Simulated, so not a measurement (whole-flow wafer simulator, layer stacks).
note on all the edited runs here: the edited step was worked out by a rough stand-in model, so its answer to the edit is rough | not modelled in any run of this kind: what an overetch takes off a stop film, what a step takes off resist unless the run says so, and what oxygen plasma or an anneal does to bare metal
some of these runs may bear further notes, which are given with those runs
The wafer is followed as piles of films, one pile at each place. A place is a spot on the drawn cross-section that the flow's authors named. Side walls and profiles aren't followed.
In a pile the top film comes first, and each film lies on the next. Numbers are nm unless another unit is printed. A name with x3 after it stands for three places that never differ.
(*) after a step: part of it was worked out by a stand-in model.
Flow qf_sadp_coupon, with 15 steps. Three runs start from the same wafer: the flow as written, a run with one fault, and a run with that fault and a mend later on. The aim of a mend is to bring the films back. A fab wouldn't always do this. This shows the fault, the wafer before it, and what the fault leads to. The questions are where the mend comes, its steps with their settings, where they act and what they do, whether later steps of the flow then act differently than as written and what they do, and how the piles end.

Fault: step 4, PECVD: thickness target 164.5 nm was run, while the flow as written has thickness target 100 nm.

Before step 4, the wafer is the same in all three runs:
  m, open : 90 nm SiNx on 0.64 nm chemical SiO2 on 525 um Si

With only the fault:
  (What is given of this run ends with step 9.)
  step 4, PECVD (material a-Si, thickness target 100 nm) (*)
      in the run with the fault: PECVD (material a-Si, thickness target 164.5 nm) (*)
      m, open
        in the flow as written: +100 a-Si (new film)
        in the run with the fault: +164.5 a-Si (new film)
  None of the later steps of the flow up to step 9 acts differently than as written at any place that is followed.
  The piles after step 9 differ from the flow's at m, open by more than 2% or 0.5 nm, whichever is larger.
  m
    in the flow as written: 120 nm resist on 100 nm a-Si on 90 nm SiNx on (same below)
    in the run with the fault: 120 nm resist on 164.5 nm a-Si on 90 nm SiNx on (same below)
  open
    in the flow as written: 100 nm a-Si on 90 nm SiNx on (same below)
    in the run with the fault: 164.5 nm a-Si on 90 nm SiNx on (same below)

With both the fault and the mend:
  The mend stands after step 4.
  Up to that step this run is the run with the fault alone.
  step 4a, ETCH (chemistry tmah, depth target 189.2 nm)
      m, open
        -164.5 a-Si (all of it)
  step 4b, PECVD (material a-Si, thickness target 100 nm) (*) (the flow's step 4, run once more)
      m, open
        +100 a-Si (new film)
  None of the later steps of the flow acts differently than as written at any place that is followed.
  The piles end the same as the flow's at every place that both follow.
